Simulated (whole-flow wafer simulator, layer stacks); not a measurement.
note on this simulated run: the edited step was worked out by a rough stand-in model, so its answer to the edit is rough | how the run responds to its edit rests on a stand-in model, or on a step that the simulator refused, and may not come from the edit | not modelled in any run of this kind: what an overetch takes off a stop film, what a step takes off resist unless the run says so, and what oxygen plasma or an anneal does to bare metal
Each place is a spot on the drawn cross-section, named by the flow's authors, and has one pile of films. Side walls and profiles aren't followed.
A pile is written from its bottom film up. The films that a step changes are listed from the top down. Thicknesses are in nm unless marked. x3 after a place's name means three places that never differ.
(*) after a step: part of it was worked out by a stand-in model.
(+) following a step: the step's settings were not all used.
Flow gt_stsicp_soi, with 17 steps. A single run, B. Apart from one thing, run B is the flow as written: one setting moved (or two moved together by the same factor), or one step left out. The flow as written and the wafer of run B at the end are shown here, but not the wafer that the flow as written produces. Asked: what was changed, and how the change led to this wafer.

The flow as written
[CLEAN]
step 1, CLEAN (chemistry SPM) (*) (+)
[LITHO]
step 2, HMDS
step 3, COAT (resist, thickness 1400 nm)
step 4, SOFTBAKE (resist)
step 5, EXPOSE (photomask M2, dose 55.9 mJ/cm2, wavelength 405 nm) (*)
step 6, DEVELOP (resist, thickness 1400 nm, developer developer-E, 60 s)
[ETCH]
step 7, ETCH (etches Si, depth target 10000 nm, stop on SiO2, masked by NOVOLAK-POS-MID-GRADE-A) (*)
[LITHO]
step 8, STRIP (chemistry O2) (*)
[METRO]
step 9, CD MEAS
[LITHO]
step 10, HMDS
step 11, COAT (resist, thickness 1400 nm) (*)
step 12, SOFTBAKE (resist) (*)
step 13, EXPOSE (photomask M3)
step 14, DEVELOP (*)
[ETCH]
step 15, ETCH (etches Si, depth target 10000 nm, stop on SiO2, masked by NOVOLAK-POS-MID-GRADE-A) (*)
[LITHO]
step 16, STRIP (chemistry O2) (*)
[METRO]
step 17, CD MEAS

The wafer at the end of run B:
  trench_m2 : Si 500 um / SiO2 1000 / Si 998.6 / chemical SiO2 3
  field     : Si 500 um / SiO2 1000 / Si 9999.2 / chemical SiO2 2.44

Cause: step 7, ETCH: depth target 9000 nm was run, though the flow has depth target 10000 nm.

How this came from the change, step by step:
  step 7, ETCH (etches Si, depth target 10000 nm, stop on SiO2, masked by NOVOLAK-POS-MID-GRADE-A) (*)
      trench_m2: chemical SiO2 loses 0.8 (all of it), Si loses 9000 (as written it would have been: chemical SiO2 loses 0.8 (all of it), Si loses 9999.9 (all of it))
      field, trench_m3: resist loses 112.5 (as written it would have been: resist loses 125)
  step 8, STRIP (chemistry O2) (*)
      trench_m2: chemical SiO2 gains 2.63 (new film), Si loses 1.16 (as written it would have been: nothing)
  step 11, COAT (resist, thickness 1400 nm) (*)
      trench_m2: resist gains 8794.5 (new film) (as written it would have been: resist gains 9583.4 (new film))
  step 16, STRIP (chemistry O2) (*)
      trench_m2: resist loses 8669.5 (all of it), chemical SiO2 gains 0.37, Si loses 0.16 (as written it would have been: resist loses 9458.4 (all of it))
